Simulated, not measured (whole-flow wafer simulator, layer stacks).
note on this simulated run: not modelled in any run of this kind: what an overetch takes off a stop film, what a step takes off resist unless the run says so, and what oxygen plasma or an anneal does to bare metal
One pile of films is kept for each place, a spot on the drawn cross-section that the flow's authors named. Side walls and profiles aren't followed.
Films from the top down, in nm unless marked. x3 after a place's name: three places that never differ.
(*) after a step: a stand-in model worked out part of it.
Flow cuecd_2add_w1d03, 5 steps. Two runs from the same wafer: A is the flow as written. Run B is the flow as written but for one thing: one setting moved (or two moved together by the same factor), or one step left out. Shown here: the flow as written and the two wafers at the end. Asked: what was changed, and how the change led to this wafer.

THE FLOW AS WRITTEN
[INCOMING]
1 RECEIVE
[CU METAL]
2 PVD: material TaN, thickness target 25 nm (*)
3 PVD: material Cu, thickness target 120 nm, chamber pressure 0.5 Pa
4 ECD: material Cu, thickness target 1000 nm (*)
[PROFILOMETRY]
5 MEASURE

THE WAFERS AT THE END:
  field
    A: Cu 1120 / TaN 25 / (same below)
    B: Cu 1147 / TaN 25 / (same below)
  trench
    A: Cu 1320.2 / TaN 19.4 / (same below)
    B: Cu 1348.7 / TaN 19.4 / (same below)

The cause: step 3, PVD: thickness target 147 nm was run, where the flow has thickness target 120 nm.

How the change led to this, step by step:
  3 PVD: material Cu, thickness target 120 nm, chamber pressure 0.5 Pa
      field: A Cu +120 (new film) | B Cu +147 (new film)
      trench: A Cu +93.4 (new film) | B Cu +114.4 (new film)
